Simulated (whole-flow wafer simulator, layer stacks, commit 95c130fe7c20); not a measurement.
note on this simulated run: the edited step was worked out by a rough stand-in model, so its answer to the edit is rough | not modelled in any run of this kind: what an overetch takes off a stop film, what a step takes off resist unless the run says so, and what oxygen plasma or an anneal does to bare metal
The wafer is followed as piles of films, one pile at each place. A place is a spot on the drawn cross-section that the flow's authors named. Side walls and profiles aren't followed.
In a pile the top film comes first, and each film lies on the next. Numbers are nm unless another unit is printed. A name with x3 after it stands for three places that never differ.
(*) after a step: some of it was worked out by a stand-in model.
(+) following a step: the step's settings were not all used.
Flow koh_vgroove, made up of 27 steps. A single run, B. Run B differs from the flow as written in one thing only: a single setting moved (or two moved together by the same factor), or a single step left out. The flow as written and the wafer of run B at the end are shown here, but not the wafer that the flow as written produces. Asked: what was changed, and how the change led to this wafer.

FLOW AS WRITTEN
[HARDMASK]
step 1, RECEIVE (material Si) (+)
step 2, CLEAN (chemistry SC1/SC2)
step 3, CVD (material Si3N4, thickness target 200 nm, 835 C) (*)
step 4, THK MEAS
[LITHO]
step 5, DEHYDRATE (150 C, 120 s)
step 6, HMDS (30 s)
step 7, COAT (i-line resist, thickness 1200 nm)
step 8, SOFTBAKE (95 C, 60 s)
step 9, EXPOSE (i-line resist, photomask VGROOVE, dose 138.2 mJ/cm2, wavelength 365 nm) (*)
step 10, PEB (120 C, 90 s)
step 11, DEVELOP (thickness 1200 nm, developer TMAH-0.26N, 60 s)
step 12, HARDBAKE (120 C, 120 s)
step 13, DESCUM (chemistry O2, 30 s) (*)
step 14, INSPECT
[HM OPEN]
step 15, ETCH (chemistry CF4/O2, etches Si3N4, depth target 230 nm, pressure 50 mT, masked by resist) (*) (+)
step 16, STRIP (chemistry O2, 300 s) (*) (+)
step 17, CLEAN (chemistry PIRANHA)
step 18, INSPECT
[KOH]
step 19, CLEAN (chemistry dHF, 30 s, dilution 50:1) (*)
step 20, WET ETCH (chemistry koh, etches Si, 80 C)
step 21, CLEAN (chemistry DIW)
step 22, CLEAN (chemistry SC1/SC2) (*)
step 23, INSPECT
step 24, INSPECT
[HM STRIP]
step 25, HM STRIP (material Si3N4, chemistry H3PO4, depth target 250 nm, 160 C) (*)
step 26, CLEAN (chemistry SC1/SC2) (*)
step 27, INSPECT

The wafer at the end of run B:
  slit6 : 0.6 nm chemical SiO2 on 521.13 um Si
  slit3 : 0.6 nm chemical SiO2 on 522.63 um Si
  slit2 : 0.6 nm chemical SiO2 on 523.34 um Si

Cause: step 15, ETCH: depth target 345 nm was run, while the flow as written has depth target 230 nm.

Step by step, how the change led to this:
  step 15, ETCH (chemistry CF4/O2, etches Si3N4, depth target 230 nm, pressure 50 mT, masked by resist) (*) (+)
      slit3, slit2, slit6, slit20: -200 Si3N4 (all of it), -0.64 chemical SiO2 (all of it), -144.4 Si (in the flow as written it would be: -200 Si3N4 (all of it), -0.64 chemical SiO2 (all of it), -29.4 Si)
      field: -230 i-line resist (in the flow as written it would be: -153.3 i-line resist)
  step 16, STRIP (chemistry O2, 300 s) (*) (+)
      field: -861 i-line resist (all of it) (in the flow as written it would be: -937.7 i-line resist (all of it))
